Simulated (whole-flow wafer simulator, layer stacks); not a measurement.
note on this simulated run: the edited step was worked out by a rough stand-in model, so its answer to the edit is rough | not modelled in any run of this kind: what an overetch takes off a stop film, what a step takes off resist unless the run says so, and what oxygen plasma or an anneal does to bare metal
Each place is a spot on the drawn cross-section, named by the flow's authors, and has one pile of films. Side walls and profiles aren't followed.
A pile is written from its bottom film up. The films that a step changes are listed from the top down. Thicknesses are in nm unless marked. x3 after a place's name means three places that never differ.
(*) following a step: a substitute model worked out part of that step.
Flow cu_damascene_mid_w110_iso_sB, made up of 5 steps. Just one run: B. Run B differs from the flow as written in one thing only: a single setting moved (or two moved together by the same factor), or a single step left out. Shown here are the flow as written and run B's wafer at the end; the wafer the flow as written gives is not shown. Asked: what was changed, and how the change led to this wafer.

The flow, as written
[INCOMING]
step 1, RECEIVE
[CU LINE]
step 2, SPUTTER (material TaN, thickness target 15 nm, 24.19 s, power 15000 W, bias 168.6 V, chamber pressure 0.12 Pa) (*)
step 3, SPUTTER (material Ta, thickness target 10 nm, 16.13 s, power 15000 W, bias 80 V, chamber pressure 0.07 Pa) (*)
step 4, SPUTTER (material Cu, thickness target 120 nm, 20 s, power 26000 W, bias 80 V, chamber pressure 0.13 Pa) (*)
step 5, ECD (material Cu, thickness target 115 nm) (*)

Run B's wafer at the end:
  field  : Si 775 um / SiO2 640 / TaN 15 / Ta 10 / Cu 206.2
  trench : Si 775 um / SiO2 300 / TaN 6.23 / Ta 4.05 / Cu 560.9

What caused this: step 5, ECD: thickness target 86.2 nm was run, whereas the flow has thickness target 115 nm.

Step by step, how the change led to this:
  step 5, ECD (material Cu, thickness target 115 nm) (*)
      field: Cu gains 86.2 (it would be, as written: Cu gains 115)
      trench: Cu gains 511 (it would be, as written: Cu gains 539.8)
